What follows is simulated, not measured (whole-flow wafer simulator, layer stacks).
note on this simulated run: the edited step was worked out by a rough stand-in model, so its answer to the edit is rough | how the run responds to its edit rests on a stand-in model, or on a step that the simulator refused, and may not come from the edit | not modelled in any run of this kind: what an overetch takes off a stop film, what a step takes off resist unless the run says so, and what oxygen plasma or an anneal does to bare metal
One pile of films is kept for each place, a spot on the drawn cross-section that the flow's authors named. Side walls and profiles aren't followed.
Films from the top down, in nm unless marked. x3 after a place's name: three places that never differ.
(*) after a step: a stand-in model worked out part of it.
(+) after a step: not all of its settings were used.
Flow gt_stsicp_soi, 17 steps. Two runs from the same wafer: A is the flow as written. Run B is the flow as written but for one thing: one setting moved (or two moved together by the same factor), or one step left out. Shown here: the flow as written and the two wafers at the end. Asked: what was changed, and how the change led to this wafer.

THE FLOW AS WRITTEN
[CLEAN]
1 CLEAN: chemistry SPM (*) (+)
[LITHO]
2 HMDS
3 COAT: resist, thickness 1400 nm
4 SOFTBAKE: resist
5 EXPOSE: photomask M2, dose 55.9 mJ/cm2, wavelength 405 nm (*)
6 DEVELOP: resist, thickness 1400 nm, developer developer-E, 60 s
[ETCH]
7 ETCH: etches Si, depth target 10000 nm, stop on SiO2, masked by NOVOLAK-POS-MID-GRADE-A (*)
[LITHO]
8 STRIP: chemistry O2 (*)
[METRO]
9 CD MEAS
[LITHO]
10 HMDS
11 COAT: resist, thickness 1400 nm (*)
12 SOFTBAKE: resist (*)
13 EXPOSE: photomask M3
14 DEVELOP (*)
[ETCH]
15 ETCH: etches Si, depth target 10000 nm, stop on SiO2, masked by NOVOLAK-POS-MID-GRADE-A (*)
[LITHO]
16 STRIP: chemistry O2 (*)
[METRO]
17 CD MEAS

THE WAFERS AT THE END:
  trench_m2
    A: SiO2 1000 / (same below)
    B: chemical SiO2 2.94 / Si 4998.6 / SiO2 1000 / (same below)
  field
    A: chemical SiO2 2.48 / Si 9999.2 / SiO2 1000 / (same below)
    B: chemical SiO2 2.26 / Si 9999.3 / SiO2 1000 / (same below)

The cause: step 7, ETCH: depth target 5000 nm was run, where the flow has depth target 10000 nm.

How the change led to this, step by step:
  7 ETCH: etches Si, depth target 10000 nm, stop on SiO2, masked by NOVOLAK-POS-MID-GRADE-A (*)
      trench_m2: A chemical SiO2 -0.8 (all of it), Si -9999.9 (all of it) | B chemical SiO2 -0.8 (all of it), Si -5000
      field, trench_m3: A resist -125 | B resist -62.5
  8 STRIP: chemistry O2 (*)
      trench_m2: A nothing | B chemical SiO2 +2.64 (new film), Si -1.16
      field, trench_m3: A resist -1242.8 (all of it), chemical SiO2 +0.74, Si -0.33 | B resist -1305.3 (all of it), chemical SiO2 +0.75, Si -0.33
  11 COAT: resist, thickness 1400 nm (*)
      field: A resist +1332.8 (new film) | B resist +1366.1 (new film)
      trench_m2: A resist +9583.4 (new film) | B resist +5563.2 (new film)
      (and at 1 more place)
  12 SOFTBAKE: resist (*)
      trench_m2: A nothing | B resist +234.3
      trench_m3: A nothing | B resist +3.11
  14 DEVELOP (*)
      trench_m3: A resist -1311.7 (all of it) | B resist -1358.7 (all of it)
  16 STRIP: chemistry O2 (*)
      trench_m2: A resist -9458.4 (all of it) | B resist -5672.5 (all of it), chemical SiO2 +0.3, Si -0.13
      field: A resist -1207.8 (all of it), chemical SiO2 +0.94, Si -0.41 | B resist -1241.5 (all of it), chemical SiO2 +0.71, Si -0.31
